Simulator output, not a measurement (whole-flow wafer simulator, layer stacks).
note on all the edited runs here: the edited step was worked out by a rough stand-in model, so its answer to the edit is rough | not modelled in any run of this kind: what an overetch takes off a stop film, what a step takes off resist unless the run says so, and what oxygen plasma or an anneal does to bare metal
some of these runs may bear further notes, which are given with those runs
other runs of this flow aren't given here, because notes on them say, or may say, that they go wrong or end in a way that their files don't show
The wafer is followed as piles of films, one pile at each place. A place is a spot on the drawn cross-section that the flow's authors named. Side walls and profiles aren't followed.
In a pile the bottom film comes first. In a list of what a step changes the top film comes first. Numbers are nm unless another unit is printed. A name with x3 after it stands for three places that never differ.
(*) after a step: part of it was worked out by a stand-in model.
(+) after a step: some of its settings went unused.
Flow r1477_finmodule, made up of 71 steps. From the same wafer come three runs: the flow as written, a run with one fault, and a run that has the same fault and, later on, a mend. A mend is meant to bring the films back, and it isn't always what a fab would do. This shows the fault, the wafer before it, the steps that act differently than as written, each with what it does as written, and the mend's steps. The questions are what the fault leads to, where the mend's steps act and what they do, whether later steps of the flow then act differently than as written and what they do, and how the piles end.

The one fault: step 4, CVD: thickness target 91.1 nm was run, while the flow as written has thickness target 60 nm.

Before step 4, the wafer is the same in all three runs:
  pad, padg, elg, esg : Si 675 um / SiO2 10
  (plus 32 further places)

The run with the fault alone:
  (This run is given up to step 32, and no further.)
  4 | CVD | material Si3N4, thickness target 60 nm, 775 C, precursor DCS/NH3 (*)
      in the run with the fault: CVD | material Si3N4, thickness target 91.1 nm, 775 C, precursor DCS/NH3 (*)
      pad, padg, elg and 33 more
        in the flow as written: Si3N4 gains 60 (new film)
        in the run with the fault: Si3N4 gains 91.1 (new film)
  Later steps of the flow acting differently than as written:
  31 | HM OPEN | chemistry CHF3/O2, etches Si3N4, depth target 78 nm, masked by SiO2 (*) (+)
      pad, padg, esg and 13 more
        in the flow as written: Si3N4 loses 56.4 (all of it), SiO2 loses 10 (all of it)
        in the run with the fault: Si3N4 loses 78
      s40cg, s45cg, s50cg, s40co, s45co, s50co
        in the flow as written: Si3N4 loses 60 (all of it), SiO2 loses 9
        in the run with the fault: Si3N4 loses 78
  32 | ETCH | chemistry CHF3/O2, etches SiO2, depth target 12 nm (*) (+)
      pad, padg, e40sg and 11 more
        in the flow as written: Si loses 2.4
        in the run with the fault: Si3N4 loses 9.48 (all of it), SiO2 loses 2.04
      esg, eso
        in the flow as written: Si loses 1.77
        in the run with the fault: Si3N4 loses 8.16
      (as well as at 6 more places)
  Once step 32 is done, the piles at pad, padg, elg and 33 more depart from the flow's by more than 2% or 0.5 nm, whichever is larger.
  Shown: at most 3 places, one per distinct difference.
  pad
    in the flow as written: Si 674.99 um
    in the run with the fault: Si 675 um / SiO2 7.96
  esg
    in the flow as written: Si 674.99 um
    in the run with the fault: Si 675 um / SiO2 10 / Si3N4 1.32
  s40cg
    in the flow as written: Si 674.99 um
    in the run with the fault: Si 675 um / SiO2 10 / Si3N4 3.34

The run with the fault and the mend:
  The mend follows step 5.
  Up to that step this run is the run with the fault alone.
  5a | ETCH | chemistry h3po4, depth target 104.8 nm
      pad, padg, elg and 33 more
        Si3N4 loses 91.1 (all of it)
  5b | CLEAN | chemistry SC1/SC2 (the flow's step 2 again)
      does not change any film at any place that is followed
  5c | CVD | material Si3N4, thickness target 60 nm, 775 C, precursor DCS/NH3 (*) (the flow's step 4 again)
      pad, padg, elg and 33 more
        Si3N4 gains 60 (new film)
  Every later step of the flow that is run acts as written at every place that is followed.
  By the end, the piles equal the flow's at every place that both follow.
